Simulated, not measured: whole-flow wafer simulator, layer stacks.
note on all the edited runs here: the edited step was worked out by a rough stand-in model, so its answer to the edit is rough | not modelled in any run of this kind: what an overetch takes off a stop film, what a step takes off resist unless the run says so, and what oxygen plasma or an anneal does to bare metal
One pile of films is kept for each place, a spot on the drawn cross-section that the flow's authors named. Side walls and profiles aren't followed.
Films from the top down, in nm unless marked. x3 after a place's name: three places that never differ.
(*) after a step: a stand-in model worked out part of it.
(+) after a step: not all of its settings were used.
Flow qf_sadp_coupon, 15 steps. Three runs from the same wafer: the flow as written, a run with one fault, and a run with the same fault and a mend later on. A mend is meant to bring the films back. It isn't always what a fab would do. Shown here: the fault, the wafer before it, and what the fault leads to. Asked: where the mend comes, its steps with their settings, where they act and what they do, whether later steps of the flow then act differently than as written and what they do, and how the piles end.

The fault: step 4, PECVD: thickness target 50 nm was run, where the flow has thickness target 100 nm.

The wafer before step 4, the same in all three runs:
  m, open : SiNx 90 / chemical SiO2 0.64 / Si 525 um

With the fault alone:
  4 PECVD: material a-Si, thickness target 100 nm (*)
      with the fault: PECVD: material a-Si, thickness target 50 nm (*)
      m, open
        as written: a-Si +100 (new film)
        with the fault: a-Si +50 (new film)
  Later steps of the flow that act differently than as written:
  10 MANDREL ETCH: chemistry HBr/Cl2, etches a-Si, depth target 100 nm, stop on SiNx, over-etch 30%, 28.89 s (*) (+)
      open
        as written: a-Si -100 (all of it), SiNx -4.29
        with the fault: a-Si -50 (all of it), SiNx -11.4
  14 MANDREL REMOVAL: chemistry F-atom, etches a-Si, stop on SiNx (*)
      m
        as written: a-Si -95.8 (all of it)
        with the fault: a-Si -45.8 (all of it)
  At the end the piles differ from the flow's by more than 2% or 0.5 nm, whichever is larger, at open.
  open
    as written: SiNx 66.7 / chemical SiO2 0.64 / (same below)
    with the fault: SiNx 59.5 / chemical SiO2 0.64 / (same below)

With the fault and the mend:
  The mend comes after step 4.
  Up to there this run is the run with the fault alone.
  4a PECVD: material a-Si, thickness target 50 nm (*) (the flow's step 4 once more, with other settings)
      m, open
        a-Si +50
  No later step of the flow acts differently than as written at any place that is followed.
  At the end the piles are the same as the flow's at every place that both follow.
